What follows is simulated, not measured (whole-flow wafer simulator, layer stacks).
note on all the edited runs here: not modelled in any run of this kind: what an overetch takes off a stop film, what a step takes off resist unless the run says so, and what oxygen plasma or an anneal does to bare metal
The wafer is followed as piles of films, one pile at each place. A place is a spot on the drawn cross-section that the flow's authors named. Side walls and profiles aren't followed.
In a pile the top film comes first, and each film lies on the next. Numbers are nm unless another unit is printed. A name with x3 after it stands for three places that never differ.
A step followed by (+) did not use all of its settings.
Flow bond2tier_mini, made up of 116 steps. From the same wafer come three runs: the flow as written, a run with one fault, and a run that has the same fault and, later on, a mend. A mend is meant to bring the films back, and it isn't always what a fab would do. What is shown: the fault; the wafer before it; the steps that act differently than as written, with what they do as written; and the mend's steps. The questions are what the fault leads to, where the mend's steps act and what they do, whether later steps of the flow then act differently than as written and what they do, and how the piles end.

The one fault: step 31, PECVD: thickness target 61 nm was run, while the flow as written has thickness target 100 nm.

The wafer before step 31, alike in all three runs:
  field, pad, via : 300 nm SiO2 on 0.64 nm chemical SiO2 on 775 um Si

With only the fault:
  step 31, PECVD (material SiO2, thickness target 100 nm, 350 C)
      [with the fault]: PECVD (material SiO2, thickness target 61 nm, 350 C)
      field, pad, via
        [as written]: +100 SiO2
        [with the fault]: +61 SiO2
  Later steps of the flow that are run all act as written at every place that is followed.
  At field, pad, the piles at the end differ from the flow's by more than 2% or 0.5 nm, whichever is larger.
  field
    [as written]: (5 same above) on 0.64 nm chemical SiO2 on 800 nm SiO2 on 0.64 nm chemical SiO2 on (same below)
    [with the fault]: (5 same above) on 0.64 nm chemical SiO2 on 761 nm SiO2 on 0.64 nm chemical SiO2 on (same below)
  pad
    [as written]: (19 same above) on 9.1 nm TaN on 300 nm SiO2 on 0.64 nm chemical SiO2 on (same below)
    [with the fault]: (19 same above) on 9.1 nm TaN on 261 nm SiO2 on 0.64 nm chemical SiO2 on (same below)

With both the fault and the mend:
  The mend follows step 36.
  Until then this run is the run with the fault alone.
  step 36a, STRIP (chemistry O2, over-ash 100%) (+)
      field
        -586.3 KrF resist (all of it)
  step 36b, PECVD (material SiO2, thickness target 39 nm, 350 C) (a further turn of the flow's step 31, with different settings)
      field, pad, via
        +39 SiO2
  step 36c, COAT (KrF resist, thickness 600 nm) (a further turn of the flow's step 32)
      field, pad, via
        +600 KrF resist (new film)
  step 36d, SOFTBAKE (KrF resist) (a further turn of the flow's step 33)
      alters no film at any place that is followed
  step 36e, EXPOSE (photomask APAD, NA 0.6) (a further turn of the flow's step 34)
      alters no film at any place that is followed
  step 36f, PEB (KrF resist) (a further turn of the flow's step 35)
      alters no film at any place that is followed
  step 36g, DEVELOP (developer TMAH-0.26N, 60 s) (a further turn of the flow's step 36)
      pad, via
        -600 KrF resist (all of it)
      field
        -13.7 KrF resist
  Later steps of the flow that are run all act as written at every place that is followed.
  At every place that both follow, the piles at the end match the flow's.
